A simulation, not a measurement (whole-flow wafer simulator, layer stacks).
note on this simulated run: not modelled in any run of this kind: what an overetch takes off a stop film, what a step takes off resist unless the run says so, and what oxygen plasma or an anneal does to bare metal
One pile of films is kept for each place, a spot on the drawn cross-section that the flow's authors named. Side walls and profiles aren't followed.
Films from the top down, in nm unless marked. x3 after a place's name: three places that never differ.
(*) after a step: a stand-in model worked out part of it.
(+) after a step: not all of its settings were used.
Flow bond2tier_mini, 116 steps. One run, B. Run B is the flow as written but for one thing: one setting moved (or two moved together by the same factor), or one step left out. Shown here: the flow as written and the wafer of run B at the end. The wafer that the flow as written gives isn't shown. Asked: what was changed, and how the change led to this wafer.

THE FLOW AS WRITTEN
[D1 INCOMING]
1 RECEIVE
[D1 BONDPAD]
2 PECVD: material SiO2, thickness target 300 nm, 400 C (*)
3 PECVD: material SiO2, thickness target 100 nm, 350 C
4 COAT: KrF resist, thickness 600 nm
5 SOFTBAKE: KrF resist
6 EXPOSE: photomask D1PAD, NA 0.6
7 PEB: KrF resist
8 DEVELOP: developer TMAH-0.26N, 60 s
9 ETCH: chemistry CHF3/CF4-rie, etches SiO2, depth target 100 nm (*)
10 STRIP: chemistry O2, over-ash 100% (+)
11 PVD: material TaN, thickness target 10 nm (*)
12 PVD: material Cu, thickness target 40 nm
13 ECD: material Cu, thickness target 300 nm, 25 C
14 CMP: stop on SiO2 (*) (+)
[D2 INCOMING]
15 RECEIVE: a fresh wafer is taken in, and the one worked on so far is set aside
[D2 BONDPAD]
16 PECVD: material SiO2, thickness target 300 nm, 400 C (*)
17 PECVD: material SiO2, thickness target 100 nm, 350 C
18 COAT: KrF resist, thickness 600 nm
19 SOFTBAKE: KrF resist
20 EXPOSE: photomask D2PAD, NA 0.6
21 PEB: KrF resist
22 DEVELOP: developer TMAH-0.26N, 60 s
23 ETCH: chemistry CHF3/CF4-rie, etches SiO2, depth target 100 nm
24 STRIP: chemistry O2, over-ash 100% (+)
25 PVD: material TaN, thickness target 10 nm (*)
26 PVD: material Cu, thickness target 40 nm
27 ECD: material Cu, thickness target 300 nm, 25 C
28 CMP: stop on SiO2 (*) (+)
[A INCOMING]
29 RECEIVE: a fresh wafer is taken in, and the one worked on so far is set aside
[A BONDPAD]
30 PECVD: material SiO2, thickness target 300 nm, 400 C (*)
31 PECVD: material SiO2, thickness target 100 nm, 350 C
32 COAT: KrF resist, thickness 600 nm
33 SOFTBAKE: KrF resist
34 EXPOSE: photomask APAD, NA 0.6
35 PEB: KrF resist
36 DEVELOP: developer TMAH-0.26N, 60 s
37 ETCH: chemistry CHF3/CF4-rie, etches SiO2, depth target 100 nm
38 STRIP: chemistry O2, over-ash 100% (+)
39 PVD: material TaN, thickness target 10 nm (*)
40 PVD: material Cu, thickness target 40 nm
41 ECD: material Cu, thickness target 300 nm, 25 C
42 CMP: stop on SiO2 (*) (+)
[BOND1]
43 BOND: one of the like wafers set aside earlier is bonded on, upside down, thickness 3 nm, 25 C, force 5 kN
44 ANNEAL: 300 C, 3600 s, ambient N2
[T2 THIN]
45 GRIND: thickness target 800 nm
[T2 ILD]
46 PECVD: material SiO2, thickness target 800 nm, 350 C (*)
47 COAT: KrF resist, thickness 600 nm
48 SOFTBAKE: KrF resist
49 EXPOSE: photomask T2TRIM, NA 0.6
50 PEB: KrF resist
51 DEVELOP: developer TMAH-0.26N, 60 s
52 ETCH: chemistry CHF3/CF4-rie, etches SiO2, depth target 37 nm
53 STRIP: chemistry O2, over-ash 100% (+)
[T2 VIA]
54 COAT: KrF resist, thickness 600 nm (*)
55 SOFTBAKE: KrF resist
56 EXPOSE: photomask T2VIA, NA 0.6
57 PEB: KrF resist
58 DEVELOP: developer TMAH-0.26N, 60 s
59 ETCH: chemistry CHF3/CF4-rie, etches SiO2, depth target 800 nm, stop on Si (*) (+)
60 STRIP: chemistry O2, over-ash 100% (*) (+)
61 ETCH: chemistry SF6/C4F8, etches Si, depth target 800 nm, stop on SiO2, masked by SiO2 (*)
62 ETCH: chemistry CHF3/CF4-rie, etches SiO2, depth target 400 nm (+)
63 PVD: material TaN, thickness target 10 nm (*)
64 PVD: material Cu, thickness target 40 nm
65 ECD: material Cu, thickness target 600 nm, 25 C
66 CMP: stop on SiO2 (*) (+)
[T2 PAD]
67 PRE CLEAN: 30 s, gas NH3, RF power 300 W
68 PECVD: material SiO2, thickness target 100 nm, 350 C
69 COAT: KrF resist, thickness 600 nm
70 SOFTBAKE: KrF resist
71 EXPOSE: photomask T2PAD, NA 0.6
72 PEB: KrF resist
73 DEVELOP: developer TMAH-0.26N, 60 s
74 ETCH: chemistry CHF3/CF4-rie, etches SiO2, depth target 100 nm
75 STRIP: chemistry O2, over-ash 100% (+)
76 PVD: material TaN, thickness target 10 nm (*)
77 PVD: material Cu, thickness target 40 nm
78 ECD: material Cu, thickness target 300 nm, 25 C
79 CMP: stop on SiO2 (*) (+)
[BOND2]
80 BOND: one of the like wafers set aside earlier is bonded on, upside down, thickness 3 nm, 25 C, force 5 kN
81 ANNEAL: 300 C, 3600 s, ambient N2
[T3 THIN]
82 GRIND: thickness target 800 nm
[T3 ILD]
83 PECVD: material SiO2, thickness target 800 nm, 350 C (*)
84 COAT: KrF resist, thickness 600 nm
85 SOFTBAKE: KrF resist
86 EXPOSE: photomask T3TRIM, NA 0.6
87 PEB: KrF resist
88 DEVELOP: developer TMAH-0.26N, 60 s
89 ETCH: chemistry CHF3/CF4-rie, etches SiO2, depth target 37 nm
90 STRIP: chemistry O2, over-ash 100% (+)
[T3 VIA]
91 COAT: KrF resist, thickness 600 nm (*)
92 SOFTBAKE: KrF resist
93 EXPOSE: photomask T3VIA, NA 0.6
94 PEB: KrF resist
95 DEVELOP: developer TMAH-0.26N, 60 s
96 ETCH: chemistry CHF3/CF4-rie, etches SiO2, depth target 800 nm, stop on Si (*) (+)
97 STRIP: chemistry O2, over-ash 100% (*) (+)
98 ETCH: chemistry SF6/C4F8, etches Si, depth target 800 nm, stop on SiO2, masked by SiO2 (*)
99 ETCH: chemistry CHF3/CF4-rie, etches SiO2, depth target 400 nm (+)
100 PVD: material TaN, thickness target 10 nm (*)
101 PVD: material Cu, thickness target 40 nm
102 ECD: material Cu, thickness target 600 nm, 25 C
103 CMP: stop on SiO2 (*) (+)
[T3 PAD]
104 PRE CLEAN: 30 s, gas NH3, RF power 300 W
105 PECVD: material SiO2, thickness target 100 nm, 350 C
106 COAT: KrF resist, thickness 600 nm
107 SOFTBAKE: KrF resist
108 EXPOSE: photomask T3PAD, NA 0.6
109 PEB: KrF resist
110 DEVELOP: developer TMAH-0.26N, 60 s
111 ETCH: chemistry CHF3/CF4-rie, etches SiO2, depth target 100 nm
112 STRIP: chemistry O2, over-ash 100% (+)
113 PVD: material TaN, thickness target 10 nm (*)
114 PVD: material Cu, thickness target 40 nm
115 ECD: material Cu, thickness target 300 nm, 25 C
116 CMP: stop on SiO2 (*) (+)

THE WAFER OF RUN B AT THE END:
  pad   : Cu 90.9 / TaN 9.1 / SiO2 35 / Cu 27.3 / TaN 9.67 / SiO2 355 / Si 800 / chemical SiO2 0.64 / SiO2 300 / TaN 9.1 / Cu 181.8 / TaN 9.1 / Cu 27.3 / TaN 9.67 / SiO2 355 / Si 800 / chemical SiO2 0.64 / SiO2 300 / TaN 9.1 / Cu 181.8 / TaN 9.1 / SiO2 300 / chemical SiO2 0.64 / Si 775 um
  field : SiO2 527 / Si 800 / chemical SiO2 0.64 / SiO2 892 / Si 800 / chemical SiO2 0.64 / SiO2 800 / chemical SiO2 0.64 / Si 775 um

The cause: step 105, PECVD: thickness target 135 nm was run, where the flow has thickness target 100 nm.

How the change led to this, step by step:
  105 PECVD: material SiO2, thickness target 100 nm, 350 C
      field: SiO2 +135 (as written it would be: SiO2 +100)
      pad: SiO2 +135 (new film) (as written it would be: SiO2 +100 (new film))
  111 ETCH: chemistry CHF3/CF4-rie, etches SiO2, depth target 100 nm
      pad: SiO2 -100 (as written it would be: SiO2 -100 (all of it))
Counting metal films that touch as one body, pad has 4 bodies (between them, from the top down: SiO2 35; SiO2 355 / Si 800 / chemical SiO2 0.64 / SiO2 300; SiO2 355 / Si 800 / chemical SiO2 0.64 / SiO2 300); the flow as written gives 3 bodies (between them, from the top down: SiO2 355 / Si 800 / chemical SiO2 0.64 / SiO2 300; SiO2 355 / Si 800 / chemical SiO2 0.64 / SiO2 300).
